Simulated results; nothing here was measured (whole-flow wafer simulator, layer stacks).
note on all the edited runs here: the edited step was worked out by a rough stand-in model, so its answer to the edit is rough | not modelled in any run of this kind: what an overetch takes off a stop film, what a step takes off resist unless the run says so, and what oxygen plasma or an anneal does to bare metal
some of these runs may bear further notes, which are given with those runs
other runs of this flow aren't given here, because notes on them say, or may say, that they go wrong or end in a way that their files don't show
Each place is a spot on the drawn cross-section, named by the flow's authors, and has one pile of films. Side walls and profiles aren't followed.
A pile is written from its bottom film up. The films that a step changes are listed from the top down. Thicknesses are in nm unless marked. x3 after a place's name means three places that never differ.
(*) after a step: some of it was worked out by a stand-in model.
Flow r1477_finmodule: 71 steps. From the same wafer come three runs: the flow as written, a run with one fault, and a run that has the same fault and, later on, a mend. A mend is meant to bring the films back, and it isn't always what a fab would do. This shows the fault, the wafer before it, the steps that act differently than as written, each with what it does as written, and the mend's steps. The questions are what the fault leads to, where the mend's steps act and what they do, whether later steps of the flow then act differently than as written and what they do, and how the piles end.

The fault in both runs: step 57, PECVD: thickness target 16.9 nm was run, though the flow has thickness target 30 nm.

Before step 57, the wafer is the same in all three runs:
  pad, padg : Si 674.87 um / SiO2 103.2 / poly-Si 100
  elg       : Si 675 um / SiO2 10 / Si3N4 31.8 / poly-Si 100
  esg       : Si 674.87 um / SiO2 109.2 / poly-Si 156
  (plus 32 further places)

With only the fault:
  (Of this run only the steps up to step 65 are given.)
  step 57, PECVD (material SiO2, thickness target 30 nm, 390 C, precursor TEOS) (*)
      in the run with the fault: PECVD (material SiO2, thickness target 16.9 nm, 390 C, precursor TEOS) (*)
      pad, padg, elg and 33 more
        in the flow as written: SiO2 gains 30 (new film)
        in the run with the fault: SiO2 gains 16.9 (new film)
  Later steps of the flow up to step 65 that are run all act as written at every place that is followed, up to a difference of at most 2% or 0.5 nm, whichever is larger.
  The piles after step 65 differ from the flow's at pad, padg, elg and 33 more by more than 2% or 0.5 nm, whichever is larger.
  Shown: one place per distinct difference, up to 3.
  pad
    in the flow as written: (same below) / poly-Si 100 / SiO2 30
    in the run with the fault: (same below) / poly-Si 100 / SiO2 16.9
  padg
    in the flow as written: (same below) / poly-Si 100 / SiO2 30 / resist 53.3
    in the run with the fault: (same below) / poly-Si 100 / SiO2 16.9 / resist 53.3
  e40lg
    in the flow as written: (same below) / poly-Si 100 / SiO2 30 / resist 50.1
    in the run with the fault: (same below) / poly-Si 100 / SiO2 16.9 / resist 50.1

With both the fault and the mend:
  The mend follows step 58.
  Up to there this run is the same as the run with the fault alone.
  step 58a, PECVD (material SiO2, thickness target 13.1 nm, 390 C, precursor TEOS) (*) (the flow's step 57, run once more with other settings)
      pad, padg, elg and 33 more
        SiO2 gains 13.1
  Later steps of the flow that are run all act as written at every place that is followed.
  By the end, the piles equal the flow's at every place that both follow.
